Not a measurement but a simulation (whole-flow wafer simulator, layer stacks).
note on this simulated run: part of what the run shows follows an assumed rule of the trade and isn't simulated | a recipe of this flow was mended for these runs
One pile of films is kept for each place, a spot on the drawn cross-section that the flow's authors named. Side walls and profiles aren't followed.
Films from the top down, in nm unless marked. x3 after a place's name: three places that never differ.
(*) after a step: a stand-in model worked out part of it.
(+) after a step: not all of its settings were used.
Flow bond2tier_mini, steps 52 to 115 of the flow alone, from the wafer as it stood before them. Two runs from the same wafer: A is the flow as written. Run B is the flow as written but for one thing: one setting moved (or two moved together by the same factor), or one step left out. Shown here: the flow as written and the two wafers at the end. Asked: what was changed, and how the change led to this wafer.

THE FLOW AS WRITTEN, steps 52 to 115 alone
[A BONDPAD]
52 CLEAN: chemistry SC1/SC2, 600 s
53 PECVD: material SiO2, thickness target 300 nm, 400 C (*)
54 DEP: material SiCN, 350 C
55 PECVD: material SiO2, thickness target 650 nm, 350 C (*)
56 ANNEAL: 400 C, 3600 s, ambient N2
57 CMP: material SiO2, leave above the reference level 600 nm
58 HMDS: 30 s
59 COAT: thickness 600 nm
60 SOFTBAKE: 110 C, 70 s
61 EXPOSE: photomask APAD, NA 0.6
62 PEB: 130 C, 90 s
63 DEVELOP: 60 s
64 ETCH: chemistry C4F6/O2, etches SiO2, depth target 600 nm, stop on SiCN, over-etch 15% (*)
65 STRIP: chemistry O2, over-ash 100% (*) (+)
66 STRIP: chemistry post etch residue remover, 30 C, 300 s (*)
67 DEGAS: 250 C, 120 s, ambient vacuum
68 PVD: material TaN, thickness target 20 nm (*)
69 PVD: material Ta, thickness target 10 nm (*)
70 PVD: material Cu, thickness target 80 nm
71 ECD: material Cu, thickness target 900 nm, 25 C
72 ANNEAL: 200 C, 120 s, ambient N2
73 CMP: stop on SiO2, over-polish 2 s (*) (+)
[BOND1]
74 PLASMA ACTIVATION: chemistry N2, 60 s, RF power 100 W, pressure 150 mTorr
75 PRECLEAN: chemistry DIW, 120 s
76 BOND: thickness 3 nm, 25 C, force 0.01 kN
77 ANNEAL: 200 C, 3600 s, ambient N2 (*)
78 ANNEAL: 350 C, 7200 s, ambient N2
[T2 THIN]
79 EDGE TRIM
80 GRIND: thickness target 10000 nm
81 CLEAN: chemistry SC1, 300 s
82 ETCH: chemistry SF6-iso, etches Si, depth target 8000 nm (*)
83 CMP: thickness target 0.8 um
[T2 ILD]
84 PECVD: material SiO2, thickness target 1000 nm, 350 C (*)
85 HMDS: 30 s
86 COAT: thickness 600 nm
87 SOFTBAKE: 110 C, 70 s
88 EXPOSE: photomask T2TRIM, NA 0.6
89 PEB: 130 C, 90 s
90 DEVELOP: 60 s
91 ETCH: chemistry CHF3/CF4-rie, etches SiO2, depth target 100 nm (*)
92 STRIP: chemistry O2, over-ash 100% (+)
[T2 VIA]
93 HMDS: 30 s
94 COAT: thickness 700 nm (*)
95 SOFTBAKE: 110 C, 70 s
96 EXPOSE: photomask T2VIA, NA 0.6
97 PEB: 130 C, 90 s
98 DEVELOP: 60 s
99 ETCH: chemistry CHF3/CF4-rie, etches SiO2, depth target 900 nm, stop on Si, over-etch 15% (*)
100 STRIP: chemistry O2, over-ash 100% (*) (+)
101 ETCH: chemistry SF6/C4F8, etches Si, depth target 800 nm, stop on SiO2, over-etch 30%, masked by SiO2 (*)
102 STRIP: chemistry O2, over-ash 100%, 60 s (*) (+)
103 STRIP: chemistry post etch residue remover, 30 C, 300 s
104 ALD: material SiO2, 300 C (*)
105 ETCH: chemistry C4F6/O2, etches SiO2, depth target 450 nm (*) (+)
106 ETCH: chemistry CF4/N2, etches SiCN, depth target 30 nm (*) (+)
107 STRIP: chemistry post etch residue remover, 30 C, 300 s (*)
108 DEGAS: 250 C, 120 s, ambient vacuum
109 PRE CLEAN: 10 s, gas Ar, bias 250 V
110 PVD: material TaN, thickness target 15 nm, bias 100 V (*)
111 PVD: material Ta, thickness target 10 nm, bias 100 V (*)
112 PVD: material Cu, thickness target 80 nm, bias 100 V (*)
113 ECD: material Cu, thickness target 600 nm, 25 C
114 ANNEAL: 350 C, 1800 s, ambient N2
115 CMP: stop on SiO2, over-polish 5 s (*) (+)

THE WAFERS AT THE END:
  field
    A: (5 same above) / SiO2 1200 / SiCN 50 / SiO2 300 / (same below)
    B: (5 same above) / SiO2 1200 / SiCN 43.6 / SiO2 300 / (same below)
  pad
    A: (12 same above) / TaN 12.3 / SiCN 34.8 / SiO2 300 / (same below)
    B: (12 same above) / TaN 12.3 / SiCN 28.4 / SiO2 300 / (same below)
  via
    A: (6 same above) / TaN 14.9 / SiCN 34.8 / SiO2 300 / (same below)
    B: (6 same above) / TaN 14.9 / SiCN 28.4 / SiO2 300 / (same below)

The cause: step 54, DEP: 384 C was run, where the flow has 350 C.

How the change led to this, step by step:
  54 DEP: material SiCN, 350 C
      field, pad, via: A SiCN +50 (new film) | B SiCN +43.6 (new film)
